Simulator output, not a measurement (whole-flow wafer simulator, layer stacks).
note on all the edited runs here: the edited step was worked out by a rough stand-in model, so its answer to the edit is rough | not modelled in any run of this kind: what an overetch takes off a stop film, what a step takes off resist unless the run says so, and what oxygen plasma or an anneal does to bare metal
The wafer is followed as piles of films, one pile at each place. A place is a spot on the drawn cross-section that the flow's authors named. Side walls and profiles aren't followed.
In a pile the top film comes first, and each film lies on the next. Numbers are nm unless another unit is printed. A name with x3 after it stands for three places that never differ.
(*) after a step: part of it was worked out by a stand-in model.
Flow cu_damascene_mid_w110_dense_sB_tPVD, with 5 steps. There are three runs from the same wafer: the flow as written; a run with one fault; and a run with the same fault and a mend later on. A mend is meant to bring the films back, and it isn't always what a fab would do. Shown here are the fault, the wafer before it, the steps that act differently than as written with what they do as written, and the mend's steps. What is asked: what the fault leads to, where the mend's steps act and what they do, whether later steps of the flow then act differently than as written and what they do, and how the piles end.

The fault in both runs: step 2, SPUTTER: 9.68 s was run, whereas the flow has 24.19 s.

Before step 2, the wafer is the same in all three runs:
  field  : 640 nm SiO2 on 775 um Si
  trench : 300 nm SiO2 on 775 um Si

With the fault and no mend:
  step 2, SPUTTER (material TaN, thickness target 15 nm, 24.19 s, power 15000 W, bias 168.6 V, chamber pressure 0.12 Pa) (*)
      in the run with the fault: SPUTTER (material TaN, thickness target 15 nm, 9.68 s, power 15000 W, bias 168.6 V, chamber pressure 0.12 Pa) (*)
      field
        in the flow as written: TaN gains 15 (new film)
        in the run with the fault: TaN gains 6 (new film)
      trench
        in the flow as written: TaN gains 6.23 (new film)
        in the run with the fault: TaN gains 2.49 (new film)
  Later steps of the flow that are run all act as written at every place that is followed, up to a difference of at most 2% or 0.5 nm, whichever is larger.
  The piles end different from the flow's at field, trench by more than 2% or 0.5 nm, whichever is larger.
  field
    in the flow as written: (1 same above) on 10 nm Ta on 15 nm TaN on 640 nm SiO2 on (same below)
    in the run with the fault: (1 same above) on 10 nm Ta on 6 nm TaN on 640 nm SiO2 on (same below)
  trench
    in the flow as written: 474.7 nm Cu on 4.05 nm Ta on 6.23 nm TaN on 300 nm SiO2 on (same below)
    in the run with the fault: 469.3 nm Cu on 4.16 nm Ta on 2.49 nm TaN on 300 nm SiO2 on (same below)

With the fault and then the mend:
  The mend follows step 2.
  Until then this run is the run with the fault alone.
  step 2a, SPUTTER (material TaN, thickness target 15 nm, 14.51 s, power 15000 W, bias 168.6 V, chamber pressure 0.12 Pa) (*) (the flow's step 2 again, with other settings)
      field
        TaN gains 9
      trench
        TaN gains 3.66
  Later steps of the flow that are run all act as written at every place that is followed, up to a difference of at most 2% or 0.5 nm, whichever is larger.
  At the end the piles are close to the flow's at the places that both follow, differing by at most 2% or 0.5 nm, whichever is larger.
